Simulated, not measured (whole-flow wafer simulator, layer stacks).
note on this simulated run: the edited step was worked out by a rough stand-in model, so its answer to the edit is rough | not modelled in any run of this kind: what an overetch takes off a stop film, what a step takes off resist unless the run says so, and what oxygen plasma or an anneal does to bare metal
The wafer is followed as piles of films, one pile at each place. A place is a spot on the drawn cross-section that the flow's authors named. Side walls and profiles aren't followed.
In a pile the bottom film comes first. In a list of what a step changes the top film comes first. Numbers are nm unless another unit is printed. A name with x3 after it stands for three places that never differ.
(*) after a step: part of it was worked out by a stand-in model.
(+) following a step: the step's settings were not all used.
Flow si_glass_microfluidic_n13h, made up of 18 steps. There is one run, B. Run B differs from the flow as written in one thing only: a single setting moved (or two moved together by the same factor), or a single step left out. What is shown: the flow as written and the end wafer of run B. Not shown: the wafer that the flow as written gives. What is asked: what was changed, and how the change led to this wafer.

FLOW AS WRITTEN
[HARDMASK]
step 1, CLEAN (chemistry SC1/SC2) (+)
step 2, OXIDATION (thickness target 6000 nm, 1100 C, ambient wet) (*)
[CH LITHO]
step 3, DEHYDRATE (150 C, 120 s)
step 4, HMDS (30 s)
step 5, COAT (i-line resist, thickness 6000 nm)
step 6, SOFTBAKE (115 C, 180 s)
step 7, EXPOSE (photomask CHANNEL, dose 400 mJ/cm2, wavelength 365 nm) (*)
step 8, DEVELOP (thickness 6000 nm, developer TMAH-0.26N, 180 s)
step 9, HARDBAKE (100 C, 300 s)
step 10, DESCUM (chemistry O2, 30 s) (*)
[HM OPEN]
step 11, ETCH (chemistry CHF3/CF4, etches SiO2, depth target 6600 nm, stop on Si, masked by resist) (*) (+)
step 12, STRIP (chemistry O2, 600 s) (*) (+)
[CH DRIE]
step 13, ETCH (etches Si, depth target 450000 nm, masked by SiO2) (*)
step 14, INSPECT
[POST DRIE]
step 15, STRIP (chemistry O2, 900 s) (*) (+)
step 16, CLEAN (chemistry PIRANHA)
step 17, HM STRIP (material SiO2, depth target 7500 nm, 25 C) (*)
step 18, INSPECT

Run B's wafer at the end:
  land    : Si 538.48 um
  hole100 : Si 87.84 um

The reason: step 2, OXIDATION: thickness target 3450 nm was run, though the flow has thickness target 6000 nm.

How this came from the change, step by step:
  step 2, OXIDATION (thickness target 6000 nm, 1100 C, ambient wet) (*)
      land, hole100: SiO2 gains 3450 (new film), chemical SiO2 loses 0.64 (all of it), Si loses 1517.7 (as written it would have been: SiO2 gains 6000 (new film), chemical SiO2 loses 0.64 (all of it), Si loses 2639.7)
  step 11, ETCH (chemistry CHF3/CF4, etches SiO2, depth target 6600 nm, stop on Si, masked by resist) (*) (+)
      land: i-line resist loses 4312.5 (as written it would have been: i-line resist loses 5500)
      hole100: SiO2 loses 3450 (all of it) (as written it would have been: SiO2 loses 6000 (all of it))
  step 12, STRIP (chemistry O2, 600 s) (*) (+)
      land: i-line resist loses 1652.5 (all of it) (as written it would have been: i-line resist loses 465 (all of it))
  step 17, HM STRIP (material SiO2, depth target 7500 nm, 25 C) (*)
      land: SiO2 loses 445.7 (all of it) (as written it would have been: SiO2 loses 2995.7 (all of it))
